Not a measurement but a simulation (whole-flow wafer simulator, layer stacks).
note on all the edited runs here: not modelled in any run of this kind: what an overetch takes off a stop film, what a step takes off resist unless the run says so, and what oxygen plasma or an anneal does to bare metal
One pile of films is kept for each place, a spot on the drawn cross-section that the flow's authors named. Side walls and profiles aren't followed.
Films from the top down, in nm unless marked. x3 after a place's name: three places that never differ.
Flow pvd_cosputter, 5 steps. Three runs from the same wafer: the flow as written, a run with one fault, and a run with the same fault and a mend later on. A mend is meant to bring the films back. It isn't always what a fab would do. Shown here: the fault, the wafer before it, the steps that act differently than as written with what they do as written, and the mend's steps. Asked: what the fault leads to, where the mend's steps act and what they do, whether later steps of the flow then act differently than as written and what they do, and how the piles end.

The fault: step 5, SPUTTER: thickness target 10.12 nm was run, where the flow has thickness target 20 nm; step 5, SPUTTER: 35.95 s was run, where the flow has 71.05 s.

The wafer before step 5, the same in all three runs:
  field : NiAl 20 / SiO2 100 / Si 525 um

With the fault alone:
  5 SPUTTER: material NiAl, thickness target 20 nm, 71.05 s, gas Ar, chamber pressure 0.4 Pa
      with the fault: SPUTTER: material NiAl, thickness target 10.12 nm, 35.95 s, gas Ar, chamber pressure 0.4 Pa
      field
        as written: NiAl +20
        with the fault: NiAl +10.1
  No later step of the flow acts differently than as written at any place that is followed.
  At the end the piles differ from the flow's by more than 2% or 0.5 nm, whichever is larger, at field.
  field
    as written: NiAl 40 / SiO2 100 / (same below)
    with the fault: NiAl 30.1 / SiO2 100 / (same below)

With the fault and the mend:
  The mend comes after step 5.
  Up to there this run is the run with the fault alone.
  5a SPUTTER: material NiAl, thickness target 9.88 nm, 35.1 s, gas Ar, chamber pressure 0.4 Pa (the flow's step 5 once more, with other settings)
      field
        NiAl +9.88
  No later step of the flow acts differently than as written at any place that is followed.
  At the end the piles are the same as the flow's at every place that both follow.
